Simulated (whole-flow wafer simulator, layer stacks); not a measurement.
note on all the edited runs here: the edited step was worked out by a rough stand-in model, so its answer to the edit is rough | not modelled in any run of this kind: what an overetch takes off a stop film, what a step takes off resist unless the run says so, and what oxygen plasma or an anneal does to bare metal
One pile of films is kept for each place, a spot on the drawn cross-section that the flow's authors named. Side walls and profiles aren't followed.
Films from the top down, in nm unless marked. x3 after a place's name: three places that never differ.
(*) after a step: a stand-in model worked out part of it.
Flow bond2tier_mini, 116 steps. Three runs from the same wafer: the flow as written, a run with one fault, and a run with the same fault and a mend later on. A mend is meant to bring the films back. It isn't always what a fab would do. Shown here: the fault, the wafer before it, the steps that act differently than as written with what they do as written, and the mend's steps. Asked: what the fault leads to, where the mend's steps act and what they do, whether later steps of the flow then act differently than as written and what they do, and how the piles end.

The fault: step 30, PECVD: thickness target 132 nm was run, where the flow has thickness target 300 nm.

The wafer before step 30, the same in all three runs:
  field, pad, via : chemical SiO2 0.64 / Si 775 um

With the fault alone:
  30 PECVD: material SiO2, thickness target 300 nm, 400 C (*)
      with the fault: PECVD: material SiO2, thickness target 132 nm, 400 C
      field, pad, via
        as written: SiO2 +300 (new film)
        with the fault: SiO2 +132 (new film)
  No later step of the flow acts differently than as written at any place that is followed.
  At the end the piles differ from the flow's by more than 2% or 0.5 nm, whichever is larger, at field, pad.
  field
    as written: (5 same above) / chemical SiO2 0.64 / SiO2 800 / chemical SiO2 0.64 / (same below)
    with the fault: (5 same above) / chemical SiO2 0.64 / SiO2 632 / chemical SiO2 0.64 / (same below)
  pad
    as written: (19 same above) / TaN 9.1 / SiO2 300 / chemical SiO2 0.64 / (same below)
    with the fault: (19 same above) / TaN 9.1 / SiO2 132 / chemical SiO2 0.64 / (same below)

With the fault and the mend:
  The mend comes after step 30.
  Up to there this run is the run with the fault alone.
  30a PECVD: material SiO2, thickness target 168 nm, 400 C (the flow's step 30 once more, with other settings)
      field, pad, via
        SiO2 +168
  No later step of the flow acts differently than as written at any place that is followed.
  At the end the piles are the same as the flow's at every place that both follow.
